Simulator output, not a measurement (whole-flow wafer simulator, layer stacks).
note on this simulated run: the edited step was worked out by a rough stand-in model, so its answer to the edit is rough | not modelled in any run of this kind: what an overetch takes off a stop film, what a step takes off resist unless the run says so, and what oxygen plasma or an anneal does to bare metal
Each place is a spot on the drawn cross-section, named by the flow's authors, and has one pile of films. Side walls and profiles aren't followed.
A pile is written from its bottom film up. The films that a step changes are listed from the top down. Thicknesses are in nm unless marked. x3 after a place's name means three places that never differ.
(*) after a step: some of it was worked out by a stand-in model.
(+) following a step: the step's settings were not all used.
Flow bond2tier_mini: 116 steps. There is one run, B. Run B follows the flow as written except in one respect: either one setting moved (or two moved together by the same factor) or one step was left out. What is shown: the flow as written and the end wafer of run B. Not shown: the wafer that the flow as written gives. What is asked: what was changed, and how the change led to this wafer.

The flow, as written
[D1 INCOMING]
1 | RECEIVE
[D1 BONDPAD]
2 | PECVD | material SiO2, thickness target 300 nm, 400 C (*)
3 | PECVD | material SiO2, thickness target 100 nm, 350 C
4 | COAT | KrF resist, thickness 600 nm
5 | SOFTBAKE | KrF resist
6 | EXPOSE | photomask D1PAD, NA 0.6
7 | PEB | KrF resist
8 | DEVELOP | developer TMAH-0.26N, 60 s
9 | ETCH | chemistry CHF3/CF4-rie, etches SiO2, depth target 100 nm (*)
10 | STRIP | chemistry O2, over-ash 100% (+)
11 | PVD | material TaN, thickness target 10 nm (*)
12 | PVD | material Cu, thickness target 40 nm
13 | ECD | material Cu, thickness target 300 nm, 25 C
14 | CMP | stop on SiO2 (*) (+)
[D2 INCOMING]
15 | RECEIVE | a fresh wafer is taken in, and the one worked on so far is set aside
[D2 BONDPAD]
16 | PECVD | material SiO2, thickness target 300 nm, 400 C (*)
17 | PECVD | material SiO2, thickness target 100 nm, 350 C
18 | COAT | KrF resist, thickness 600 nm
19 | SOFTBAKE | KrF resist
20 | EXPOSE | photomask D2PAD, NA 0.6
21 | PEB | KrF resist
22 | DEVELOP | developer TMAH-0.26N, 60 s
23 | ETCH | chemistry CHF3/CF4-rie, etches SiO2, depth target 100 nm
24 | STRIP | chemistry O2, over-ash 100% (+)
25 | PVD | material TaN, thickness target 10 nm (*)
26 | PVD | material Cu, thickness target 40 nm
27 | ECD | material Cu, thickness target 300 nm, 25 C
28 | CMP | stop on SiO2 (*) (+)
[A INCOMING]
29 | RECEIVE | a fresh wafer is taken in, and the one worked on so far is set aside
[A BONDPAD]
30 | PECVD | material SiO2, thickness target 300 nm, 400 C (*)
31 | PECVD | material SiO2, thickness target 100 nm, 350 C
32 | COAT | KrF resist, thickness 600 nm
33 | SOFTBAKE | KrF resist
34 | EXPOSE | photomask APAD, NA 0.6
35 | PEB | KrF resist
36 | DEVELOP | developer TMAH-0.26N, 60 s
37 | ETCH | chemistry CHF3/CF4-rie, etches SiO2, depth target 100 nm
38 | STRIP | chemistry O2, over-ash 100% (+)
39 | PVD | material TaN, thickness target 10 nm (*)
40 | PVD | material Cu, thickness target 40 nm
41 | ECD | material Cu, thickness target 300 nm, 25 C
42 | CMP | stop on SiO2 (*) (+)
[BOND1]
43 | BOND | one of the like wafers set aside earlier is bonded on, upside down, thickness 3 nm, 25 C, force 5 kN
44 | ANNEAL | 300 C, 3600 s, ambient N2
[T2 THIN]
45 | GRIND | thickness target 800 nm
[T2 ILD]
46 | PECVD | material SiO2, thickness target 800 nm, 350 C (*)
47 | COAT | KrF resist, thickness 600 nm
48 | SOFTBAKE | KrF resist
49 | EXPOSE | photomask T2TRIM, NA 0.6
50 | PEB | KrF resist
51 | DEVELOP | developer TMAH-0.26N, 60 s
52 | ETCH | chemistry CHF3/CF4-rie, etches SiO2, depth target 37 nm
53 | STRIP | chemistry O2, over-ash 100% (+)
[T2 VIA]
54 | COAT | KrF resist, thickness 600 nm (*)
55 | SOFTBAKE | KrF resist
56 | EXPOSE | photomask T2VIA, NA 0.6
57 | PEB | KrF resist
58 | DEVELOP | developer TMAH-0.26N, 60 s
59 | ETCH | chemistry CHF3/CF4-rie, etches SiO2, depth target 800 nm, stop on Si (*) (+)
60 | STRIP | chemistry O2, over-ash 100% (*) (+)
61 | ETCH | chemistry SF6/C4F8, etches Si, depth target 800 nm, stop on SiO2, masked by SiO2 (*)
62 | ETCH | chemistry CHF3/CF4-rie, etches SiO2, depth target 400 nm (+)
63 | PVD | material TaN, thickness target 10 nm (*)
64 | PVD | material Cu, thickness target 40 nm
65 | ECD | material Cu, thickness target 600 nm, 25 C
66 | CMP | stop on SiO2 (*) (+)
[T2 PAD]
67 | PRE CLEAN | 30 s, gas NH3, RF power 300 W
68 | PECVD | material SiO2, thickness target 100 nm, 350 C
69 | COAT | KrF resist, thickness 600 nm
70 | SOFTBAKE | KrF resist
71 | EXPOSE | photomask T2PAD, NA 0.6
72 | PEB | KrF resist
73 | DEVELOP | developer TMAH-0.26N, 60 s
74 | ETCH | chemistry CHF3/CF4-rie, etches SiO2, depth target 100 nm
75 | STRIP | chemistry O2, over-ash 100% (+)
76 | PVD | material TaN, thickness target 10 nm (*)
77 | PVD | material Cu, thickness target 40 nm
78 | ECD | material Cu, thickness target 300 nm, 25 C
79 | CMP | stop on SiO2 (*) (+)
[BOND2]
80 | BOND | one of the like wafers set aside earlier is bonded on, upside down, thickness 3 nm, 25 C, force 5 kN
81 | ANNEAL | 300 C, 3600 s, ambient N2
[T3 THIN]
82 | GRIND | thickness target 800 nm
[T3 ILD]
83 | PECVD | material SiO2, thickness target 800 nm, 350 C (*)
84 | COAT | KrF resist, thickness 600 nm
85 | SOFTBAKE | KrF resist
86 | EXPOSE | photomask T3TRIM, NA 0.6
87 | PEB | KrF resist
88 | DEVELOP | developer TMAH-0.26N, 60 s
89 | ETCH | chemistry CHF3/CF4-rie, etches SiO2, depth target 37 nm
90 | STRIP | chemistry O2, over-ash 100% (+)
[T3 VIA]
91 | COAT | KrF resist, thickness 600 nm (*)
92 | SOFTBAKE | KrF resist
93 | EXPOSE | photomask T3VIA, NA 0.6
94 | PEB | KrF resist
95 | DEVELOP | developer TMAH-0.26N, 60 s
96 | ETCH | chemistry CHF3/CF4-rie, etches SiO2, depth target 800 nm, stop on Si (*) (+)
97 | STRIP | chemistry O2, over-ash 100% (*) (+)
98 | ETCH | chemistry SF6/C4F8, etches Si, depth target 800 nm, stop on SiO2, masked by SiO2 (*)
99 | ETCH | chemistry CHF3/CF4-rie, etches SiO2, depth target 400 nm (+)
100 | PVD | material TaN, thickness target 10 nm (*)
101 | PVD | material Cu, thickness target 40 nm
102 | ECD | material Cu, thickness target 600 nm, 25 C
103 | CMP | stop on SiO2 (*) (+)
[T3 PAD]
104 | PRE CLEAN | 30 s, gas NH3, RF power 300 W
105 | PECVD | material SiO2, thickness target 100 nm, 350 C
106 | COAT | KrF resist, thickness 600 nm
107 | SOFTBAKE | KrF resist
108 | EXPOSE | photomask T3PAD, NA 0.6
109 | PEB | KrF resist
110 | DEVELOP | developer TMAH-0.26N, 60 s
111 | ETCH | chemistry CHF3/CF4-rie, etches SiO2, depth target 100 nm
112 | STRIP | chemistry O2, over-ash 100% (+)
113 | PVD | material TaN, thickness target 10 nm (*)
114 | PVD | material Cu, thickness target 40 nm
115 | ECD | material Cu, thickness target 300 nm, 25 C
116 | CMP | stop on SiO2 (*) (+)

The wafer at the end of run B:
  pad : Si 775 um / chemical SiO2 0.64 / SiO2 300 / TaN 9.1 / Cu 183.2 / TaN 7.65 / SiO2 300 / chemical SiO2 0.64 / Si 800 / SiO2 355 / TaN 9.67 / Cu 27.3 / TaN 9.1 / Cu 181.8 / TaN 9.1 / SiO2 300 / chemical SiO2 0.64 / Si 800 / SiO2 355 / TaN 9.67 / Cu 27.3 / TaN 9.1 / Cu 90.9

The reason: step 11, PVD: thickness target 8.4 nm was run, whereas the flow has thickness target 10 nm.

Step by step, how the change led to this:
  11 | PVD | material TaN, thickness target 10 nm (*)
      field: TaN gains 8.4 (new film) (it would be, as written: TaN gains 10 (new film))
      pad: TaN gains 7.65 (new film) (it would be, as written: TaN gains 9.1 (new film))
      (also at 1 further place)
  14 | CMP | stop on SiO2 (*) (+)
      field: Cu loses 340 (all of it), TaN loses 8.4 (all of it) (it would be, as written: Cu loses 340 (all of it), TaN loses 10 (all of it))
  43 | BOND | one of the like wafers set aside earlier is bonded on, upside down, thickness 3 nm, 25 C, force 5 kN
      pad: Si gains 775 um (new film), chemical SiO2 gains 0.64 (new film), SiO2 gains 300 (new film), TaN gains 7.65 (new film), Cu gains 92.4 (it would be, as written: Si gains 775 um (new film), chemical SiO2 gains 0.64 (new film), SiO2 gains 300 (new film), TaN gains 9.1 (new film), Cu gains 90.9)
      via: Si gains 775 um (new film), chemical SiO2 gains 0.64 (new film), SiO2 gains 300 (new film), TaN gains 8.38 (new film), Cu gains 91.6 (it would be, as written: Si gains 775 um (new film), chemical SiO2 gains 0.64 (new film), SiO2 gains 300 (new film), TaN gains 9.97 (new film), Cu gains 90)
